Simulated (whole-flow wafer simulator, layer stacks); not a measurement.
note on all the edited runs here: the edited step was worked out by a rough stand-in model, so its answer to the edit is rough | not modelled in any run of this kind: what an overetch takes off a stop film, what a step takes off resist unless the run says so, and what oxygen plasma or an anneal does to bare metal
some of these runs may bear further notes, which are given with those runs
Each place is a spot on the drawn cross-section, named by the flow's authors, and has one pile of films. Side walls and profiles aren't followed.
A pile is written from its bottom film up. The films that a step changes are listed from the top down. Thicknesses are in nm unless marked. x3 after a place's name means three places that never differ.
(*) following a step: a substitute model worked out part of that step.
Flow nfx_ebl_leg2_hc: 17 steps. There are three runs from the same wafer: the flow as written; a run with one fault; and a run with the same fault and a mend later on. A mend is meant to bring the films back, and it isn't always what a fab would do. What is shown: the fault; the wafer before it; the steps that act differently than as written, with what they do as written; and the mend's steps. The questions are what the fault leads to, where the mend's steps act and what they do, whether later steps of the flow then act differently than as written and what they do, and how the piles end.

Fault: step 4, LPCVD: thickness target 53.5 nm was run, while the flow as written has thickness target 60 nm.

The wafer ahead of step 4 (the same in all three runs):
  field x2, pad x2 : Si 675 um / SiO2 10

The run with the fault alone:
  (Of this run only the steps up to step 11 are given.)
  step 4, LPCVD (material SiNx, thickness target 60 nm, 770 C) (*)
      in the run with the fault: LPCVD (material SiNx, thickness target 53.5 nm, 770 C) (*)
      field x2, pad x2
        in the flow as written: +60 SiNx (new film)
        in the run with the fault: +53.5 SiNx (new film)
  Every later step of the flow up to step 11 that is run acts as written at every place that is followed.
  After step 11, at field x2, pad x2, the piles differ from the flow's by more than 2% or 0.5 nm, whichever is larger.
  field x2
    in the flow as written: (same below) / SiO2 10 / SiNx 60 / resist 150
    in the run with the fault: (same below) / SiO2 10 / SiNx 53.5 / resist 150
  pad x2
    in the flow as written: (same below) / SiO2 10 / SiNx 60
    in the run with the fault: (same below) / SiO2 10 / SiNx 53.5

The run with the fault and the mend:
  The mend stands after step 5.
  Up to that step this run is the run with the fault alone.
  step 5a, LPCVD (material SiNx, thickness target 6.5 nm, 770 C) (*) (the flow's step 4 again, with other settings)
      field x2, pad x2
        +6.5 SiNx
  Every later step of the flow that is run acts as written at every place that is followed.
  The piles end the same as the flow's at every place that both follow.
